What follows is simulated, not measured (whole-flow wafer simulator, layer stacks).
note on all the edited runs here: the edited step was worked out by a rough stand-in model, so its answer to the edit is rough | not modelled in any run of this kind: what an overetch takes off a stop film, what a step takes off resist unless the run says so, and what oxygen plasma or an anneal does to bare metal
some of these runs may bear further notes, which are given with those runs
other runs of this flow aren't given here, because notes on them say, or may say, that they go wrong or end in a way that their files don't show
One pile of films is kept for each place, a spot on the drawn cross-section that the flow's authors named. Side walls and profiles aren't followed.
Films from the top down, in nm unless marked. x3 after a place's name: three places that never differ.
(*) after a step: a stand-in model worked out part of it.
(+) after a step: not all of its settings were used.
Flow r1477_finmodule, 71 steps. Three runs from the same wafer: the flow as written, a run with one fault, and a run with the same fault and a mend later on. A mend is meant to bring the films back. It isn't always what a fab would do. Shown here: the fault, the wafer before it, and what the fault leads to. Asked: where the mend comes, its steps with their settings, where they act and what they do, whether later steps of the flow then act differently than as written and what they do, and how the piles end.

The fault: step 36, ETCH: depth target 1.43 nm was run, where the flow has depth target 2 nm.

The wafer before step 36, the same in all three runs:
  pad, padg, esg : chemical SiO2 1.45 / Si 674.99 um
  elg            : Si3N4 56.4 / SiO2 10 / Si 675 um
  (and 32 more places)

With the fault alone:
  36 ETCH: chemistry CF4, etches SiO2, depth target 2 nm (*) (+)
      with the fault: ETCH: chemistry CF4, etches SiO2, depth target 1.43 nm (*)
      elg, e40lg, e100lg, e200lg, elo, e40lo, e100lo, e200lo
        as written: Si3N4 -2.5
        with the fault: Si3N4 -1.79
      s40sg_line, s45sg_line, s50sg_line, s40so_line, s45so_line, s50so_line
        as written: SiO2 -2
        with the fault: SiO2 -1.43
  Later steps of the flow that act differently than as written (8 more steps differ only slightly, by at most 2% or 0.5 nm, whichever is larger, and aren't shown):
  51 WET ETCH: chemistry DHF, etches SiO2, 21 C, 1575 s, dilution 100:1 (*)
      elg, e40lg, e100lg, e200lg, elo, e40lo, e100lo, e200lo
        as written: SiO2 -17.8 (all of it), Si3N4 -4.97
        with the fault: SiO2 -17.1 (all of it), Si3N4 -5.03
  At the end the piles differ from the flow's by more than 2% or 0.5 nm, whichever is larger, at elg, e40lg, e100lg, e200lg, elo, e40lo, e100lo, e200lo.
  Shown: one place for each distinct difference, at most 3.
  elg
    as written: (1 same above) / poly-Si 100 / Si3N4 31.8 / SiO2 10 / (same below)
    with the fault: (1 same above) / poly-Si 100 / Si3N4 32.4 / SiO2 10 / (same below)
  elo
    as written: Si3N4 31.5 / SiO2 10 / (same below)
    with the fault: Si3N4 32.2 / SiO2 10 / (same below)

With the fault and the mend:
  The mend comes after step 36.
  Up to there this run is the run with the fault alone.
  36a ETCH: chemistry CF4, etches SiO2, depth target 0.57 nm (*) (the flow's step 36 once more, with other settings)
      pad, padg, e40sg and 11 more
        Si -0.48
      elg, e40lg, e100lg, e200lg, elo, e40lo, e100lo, e200lo
        Si3N4 -0.71
      s40sg_line, s45sg_line, s50sg_line, s40so_line, s45so_line, s50so_line
        SiO2 -0.57
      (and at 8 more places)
  No later step of the flow acts differently than as written, at any place that is followed, by more than 2% or 0.5 nm, whichever is larger.
  At the end the piles differ from the flow's only slightly at the places that both follow, by at most 2% or 0.5 nm, whichever is larger.
